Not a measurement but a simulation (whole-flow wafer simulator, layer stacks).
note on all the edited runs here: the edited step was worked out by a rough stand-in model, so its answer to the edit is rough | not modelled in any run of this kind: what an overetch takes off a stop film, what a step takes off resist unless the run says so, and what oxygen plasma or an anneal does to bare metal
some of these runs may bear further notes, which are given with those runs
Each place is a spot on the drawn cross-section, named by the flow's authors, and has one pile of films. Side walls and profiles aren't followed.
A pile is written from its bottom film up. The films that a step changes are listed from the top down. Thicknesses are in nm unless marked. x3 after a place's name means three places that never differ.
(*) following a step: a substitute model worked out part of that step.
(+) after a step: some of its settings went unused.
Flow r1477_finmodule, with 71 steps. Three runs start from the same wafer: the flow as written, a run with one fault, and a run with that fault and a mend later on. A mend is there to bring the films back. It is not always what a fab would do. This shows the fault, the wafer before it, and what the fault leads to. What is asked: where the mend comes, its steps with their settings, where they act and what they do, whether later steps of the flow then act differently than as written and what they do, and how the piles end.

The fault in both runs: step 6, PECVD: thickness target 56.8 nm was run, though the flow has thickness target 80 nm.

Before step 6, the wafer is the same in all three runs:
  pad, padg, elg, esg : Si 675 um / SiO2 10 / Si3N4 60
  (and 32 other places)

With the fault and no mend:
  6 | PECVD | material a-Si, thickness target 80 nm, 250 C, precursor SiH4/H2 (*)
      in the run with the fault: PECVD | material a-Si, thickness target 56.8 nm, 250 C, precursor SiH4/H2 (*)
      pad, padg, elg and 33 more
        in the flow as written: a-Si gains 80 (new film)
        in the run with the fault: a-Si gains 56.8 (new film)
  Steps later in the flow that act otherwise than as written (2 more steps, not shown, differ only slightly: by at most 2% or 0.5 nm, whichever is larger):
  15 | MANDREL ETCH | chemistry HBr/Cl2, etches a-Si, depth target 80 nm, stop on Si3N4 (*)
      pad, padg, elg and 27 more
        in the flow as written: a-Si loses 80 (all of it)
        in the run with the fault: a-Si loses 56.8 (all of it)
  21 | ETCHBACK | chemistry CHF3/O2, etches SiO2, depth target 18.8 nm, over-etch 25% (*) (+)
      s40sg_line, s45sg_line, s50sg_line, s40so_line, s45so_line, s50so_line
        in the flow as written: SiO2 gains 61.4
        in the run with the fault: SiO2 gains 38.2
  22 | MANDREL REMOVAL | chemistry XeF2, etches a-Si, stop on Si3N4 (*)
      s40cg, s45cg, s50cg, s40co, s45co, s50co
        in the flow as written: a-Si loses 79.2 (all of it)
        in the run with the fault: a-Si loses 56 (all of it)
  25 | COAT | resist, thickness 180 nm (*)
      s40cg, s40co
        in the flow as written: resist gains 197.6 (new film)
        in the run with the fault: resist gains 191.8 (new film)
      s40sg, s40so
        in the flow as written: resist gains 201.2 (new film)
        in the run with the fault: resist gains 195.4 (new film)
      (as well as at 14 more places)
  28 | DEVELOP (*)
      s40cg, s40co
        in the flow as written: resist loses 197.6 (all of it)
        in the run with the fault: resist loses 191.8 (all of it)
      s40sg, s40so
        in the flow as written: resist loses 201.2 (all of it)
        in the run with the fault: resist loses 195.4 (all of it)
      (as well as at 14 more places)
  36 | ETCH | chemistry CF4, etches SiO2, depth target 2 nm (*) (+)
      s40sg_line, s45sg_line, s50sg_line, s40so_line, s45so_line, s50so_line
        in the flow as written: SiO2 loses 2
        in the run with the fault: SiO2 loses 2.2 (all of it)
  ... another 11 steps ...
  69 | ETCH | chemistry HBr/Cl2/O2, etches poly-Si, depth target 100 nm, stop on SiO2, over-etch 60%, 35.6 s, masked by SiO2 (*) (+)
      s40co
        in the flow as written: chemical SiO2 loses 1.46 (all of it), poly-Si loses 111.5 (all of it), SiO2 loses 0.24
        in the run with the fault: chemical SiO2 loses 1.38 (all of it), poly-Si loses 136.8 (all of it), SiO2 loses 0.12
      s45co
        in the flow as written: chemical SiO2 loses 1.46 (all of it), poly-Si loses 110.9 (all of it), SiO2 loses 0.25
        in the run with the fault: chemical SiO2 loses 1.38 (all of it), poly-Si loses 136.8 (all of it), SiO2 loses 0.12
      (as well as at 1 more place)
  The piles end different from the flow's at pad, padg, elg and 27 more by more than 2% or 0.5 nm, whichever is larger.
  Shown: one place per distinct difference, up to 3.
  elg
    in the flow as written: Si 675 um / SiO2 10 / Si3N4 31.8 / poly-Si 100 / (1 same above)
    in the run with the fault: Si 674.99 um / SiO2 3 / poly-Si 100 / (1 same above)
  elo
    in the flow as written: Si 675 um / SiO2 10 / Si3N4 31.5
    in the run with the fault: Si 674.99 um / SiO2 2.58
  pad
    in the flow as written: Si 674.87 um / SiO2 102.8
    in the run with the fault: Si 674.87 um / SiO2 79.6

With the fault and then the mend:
  The mend stands after step 7.
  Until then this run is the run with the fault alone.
  7a | PECVD | material a-Si, thickness target 23.2 nm, 250 C, precursor SiH4/H2 (*) (a further turn of the flow's step 6, with different settings)
      pad, padg, elg and 33 more
        a-Si gains 23.2
  None of the later steps of the flow acts differently than as written at any place that is followed.
  At every place that both follow, the piles at the end match the flow's.
